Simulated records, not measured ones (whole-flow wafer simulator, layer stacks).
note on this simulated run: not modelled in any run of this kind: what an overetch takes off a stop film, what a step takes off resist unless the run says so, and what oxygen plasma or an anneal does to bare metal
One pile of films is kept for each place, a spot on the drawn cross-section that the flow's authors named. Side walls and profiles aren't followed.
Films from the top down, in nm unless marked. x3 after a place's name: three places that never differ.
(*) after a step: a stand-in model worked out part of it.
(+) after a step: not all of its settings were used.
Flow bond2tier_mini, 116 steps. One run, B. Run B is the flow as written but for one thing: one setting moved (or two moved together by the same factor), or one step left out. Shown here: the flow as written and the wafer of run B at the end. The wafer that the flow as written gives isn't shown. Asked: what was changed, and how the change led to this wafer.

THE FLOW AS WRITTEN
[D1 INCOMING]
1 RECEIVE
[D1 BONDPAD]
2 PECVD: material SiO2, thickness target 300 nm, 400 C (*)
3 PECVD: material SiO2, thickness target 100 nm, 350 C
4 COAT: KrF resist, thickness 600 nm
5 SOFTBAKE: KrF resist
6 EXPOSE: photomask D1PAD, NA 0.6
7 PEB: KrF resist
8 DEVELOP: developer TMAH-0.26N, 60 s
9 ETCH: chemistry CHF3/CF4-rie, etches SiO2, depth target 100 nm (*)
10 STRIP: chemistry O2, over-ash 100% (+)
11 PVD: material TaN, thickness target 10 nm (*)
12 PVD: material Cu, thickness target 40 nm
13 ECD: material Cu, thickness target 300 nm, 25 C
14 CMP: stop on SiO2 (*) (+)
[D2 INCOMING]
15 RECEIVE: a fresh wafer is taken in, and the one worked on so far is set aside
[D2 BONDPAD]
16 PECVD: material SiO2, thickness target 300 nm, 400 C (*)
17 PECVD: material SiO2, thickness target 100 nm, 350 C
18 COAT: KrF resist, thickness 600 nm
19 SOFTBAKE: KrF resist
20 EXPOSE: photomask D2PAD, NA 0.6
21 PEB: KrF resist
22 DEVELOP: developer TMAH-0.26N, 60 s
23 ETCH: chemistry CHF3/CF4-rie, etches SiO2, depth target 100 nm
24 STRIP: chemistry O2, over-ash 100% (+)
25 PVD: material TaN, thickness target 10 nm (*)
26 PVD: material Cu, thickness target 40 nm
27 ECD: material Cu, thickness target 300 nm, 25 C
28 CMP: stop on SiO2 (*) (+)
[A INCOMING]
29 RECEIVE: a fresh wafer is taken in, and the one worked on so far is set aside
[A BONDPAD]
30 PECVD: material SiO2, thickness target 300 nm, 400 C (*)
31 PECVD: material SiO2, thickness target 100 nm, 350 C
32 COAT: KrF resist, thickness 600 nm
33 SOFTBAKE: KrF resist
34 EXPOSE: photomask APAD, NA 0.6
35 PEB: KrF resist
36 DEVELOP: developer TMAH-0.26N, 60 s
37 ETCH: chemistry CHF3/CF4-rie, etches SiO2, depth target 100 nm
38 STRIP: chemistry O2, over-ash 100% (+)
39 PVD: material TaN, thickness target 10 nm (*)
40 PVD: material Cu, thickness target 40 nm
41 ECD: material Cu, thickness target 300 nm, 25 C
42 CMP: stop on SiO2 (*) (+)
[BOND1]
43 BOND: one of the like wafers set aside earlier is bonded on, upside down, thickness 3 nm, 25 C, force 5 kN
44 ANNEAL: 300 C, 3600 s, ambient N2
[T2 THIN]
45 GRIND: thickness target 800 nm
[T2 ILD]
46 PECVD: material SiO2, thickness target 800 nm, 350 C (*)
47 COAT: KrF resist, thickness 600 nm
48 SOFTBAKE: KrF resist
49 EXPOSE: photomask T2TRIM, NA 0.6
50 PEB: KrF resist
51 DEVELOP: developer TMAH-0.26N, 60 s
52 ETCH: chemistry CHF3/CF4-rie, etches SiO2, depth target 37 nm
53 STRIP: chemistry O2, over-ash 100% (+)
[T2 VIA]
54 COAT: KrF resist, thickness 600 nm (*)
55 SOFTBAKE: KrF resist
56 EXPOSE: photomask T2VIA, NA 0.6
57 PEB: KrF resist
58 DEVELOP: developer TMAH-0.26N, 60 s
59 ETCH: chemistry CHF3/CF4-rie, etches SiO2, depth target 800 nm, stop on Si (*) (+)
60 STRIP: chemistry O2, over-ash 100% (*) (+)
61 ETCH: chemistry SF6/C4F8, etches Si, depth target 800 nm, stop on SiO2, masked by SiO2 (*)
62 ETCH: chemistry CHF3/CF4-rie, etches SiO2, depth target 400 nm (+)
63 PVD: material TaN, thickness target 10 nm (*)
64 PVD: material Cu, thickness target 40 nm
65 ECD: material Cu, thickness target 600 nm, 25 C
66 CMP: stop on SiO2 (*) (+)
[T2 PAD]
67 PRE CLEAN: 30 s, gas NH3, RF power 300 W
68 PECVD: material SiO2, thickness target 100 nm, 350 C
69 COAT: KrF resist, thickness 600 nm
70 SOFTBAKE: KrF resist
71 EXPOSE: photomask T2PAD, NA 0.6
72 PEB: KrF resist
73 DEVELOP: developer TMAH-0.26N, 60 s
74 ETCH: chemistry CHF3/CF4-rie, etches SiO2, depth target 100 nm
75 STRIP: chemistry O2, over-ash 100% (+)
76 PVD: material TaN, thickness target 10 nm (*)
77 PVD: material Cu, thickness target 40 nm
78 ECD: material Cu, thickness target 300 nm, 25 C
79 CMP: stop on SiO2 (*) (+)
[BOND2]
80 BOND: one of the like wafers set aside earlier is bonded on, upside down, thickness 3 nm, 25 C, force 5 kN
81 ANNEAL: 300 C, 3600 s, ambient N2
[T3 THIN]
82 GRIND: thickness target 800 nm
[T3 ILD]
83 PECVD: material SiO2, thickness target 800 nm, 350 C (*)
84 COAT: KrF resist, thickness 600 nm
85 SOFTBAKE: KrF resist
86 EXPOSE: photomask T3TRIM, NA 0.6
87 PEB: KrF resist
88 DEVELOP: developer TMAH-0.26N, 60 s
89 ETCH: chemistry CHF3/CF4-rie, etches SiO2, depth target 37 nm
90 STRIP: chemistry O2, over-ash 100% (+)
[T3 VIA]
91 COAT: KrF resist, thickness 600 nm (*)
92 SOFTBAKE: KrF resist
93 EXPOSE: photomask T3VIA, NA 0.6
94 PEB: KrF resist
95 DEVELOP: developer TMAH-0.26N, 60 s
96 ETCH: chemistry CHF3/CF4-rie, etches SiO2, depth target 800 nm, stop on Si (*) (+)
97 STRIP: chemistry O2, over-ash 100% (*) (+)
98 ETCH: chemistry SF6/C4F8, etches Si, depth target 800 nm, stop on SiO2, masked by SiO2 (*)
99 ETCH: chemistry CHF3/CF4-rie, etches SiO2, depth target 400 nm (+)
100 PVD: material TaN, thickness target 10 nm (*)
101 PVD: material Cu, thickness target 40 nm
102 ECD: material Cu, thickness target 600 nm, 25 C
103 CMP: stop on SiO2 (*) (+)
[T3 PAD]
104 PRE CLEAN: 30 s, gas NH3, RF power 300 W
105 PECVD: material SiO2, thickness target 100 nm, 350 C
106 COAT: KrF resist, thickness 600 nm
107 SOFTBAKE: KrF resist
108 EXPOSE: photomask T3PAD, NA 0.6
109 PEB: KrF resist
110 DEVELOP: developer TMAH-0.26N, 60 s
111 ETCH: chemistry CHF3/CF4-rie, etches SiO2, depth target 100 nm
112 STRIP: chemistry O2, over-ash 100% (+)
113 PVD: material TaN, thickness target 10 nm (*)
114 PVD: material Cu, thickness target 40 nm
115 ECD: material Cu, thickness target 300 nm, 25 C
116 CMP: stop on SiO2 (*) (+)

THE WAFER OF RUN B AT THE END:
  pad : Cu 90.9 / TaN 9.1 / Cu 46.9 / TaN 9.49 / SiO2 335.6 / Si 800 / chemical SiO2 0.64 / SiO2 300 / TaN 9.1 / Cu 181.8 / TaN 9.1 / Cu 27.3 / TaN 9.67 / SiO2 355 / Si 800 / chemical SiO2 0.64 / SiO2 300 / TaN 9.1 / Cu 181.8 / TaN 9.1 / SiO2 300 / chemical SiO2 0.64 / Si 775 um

The cause: step 89, ETCH: depth target 56.4 nm was run, where the flow has depth target 37 nm.

How the change led to this, step by step:
  89 ETCH: chemistry CHF3/CF4-rie, etches SiO2, depth target 37 nm
      field: KrF resist -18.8 (as written it would be: KrF resist -12.3)
      pad: SiO2 -56.4 (as written it would be: SiO2 -37)
  97 STRIP: chemistry O2, over-ash 100% (*) (+)
      field: KrF resist -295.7 (all of it) (as written it would be: KrF resist -303.9 (all of it))
      pad: KrF resist -344.5 (all of it) (as written it would be: KrF resist -336 (all of it))
  101 PVD: material Cu, thickness target 40 nm
      pad: Cu +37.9 (new film) (as written it would be: Cu +38.7 (new film))
  102 ECD: material Cu, thickness target 600 nm, 25 C
      pad: Cu +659 (as written it would be: Cu +638.7)
